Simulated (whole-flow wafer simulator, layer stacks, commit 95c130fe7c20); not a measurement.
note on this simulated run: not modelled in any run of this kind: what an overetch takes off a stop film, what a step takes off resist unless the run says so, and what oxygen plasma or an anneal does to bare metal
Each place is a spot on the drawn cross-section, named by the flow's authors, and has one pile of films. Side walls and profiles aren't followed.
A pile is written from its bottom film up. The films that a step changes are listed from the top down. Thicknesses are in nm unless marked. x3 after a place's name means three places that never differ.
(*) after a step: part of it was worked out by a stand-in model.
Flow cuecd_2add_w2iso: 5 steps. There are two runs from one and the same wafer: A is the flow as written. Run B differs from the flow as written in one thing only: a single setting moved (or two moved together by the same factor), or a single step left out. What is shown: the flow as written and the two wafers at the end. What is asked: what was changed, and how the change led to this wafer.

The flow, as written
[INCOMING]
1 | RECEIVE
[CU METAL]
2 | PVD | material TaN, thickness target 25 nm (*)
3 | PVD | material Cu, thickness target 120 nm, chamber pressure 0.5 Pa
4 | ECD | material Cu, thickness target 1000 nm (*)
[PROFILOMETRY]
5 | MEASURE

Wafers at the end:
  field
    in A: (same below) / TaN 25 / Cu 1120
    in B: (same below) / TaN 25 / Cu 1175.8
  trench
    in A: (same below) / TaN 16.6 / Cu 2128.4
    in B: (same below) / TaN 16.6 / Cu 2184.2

What caused this: step 3, PVD: thickness target 175.8 nm was run, whereas the flow has thickness target 120 nm.

How this came from the change, step by step:
  3 | PVD | material Cu, thickness target 120 nm, chamber pressure 0.5 Pa
      field: A +120 Cu (new film) | B +175.8 Cu (new film)
      trench: A +80.8 Cu (new film) | B +118 Cu (new film)
